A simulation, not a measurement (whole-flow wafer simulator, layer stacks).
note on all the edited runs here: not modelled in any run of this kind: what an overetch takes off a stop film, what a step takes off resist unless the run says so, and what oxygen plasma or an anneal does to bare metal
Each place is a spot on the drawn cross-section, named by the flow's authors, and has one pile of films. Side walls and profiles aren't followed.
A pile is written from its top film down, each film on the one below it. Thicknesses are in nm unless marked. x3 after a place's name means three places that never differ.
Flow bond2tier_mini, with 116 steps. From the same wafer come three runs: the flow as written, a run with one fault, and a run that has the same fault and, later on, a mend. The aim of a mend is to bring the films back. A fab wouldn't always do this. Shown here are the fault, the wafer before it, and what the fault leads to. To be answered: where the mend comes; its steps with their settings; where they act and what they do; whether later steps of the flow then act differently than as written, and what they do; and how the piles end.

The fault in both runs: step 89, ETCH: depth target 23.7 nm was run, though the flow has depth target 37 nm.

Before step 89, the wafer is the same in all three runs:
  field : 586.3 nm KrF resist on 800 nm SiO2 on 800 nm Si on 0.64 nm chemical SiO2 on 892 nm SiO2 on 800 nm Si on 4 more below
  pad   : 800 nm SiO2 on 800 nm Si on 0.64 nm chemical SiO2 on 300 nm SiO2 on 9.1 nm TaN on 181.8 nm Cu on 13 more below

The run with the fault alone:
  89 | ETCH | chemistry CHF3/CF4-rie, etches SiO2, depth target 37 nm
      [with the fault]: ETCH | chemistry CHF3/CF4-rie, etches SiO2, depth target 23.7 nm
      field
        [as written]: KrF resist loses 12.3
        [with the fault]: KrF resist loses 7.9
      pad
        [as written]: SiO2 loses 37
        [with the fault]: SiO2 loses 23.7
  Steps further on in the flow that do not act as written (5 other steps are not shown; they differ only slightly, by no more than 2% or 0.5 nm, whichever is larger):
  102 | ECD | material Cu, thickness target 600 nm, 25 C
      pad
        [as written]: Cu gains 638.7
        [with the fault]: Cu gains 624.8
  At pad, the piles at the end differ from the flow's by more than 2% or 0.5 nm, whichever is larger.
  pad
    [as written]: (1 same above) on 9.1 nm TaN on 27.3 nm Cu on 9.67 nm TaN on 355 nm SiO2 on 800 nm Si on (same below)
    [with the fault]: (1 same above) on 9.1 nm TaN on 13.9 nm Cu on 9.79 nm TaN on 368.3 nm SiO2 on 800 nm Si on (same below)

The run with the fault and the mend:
  The mend stands after step 89.
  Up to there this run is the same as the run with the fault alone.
  89a | ETCH | chemistry CHF3/CF4-rie, etches SiO2, depth target 13.3 nm (the flow's step 89, run once more with other settings)
      field
        KrF resist loses 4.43
      pad
        SiO2 loses 13.3
  Every later step of the flow that is run acts as written at every place that is followed.
  At every place that both follow, the piles at the end match the flow's.
